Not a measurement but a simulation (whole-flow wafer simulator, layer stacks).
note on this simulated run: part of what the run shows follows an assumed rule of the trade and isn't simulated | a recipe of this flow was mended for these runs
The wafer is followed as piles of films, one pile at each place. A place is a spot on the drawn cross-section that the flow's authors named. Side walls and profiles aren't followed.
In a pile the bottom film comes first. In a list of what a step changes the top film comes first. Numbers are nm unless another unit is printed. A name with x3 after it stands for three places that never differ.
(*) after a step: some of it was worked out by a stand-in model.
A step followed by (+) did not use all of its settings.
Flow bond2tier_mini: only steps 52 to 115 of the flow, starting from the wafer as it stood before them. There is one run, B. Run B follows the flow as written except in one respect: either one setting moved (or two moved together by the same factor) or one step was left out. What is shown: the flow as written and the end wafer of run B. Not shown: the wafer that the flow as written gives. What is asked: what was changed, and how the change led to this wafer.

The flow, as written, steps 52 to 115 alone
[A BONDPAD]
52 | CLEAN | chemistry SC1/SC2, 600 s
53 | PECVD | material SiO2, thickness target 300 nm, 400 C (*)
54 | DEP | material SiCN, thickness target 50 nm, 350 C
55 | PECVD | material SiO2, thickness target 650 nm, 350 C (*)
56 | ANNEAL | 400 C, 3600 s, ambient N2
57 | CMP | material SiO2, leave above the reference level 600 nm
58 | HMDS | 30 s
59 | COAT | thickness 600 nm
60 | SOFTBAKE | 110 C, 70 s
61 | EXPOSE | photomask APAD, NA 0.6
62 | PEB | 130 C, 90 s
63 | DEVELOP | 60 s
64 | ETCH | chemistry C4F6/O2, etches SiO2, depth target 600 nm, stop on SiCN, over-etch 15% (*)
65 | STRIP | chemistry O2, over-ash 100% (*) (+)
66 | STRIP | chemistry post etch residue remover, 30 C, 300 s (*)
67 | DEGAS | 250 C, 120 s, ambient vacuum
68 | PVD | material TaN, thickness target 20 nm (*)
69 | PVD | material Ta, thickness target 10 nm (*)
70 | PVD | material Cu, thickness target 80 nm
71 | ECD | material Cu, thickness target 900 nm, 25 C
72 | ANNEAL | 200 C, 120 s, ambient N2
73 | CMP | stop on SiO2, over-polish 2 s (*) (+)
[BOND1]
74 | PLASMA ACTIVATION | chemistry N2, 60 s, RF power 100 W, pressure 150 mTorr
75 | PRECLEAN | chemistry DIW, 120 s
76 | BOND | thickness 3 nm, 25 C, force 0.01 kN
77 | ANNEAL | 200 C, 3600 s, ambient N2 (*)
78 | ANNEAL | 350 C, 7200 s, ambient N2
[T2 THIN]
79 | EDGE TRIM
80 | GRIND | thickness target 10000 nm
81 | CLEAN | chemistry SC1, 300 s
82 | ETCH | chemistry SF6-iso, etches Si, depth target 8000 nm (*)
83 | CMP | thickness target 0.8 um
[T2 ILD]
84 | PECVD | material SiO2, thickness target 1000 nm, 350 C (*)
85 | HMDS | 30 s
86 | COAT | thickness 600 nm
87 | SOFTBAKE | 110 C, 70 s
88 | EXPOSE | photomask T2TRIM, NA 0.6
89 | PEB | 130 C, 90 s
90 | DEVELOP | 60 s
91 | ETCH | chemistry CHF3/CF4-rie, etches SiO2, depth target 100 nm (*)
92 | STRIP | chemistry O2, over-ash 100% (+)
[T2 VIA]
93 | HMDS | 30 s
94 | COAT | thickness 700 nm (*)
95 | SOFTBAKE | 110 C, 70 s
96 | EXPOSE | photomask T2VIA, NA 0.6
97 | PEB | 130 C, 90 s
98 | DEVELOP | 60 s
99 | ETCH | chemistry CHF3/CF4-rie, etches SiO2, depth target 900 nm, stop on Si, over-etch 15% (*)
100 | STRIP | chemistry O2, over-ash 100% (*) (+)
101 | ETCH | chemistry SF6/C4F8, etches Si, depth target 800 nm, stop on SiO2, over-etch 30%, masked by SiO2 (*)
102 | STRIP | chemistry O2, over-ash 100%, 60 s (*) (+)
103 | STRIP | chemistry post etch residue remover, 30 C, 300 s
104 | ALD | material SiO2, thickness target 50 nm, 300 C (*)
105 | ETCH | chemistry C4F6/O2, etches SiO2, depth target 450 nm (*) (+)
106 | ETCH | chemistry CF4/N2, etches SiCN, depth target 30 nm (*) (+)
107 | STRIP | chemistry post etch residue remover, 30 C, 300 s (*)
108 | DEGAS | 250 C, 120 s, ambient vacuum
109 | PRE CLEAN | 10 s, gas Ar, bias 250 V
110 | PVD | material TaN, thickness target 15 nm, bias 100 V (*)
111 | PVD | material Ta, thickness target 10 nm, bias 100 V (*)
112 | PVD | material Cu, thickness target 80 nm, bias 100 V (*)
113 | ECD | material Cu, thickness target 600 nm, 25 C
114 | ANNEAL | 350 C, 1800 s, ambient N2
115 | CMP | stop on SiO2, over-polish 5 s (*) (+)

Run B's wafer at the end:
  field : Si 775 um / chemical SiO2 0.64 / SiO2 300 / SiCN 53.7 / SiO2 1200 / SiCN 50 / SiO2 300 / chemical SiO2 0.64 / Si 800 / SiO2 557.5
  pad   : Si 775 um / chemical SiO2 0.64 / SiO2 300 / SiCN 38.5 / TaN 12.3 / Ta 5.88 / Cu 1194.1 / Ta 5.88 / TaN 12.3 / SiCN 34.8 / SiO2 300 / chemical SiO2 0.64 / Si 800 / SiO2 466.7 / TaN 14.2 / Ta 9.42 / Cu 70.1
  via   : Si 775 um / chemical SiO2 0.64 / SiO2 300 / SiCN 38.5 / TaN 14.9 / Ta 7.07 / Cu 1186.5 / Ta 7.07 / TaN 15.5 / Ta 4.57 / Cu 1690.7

Cause: step 54, DEP: thickness target 53.7 nm was run, while the flow as written has thickness target 50 nm.
The wafer lets one read it off: field has SiCN 53.7, and step 54 as written asks for 50 nm.

How this came from the change, step by step:
  54 | DEP | material SiCN, thickness target 50 nm, 350 C
      field, pad, via: +53.7 SiCN (new film) (it would be, as written: +50 SiCN (new film))
